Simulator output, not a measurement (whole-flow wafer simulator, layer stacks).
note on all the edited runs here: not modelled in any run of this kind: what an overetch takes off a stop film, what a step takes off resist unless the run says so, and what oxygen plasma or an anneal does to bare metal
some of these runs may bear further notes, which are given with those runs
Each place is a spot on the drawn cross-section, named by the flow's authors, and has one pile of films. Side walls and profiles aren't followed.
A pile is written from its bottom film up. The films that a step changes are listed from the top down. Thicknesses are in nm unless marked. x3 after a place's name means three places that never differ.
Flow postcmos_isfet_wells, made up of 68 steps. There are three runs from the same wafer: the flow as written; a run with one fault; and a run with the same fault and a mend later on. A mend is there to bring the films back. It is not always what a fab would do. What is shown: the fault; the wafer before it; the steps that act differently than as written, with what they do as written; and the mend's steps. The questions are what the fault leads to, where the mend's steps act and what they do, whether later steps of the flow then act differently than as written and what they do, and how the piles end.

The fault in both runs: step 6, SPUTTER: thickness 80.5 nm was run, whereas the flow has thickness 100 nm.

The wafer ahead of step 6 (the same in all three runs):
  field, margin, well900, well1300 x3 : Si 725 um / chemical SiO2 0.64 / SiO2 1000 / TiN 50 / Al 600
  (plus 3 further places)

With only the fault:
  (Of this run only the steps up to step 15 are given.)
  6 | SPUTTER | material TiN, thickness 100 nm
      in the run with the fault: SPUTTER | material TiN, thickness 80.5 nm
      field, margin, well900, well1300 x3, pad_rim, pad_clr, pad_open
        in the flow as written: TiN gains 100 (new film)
        in the run with the fault: TiN gains 80.5 (new film)
  Later steps of the flow up to step 15 that are run all act as written at every place that is followed.
  After step 15, at field, margin, well900, well1300 x3, pad_rim, pad_clr, pad_open, the piles differ from the flow's by more than 2% or 0.5 nm, whichever is larger.
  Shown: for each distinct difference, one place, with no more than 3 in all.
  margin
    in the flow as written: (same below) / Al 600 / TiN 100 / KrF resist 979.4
    in the run with the fault: (same below) / Al 600 / TiN 80.5 / KrF resist 979.4
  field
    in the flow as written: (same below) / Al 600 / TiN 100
    in the run with the fault: (same below) / Al 600 / TiN 80.5

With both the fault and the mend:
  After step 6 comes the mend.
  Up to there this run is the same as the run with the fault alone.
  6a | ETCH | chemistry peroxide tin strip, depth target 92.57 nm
      field, margin, well900, well1300 x3, pad_rim, pad_clr, pad_open
        TiN loses 80.5 (all of it)
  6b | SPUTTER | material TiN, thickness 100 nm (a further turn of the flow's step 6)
      field, margin, well900, well1300 x3, pad_rim, pad_clr, pad_open
        TiN gains 100 (new film)
  Later steps of the flow that are run all act as written at every place that is followed.
  The piles end the same as the flow's at every place that both follow.
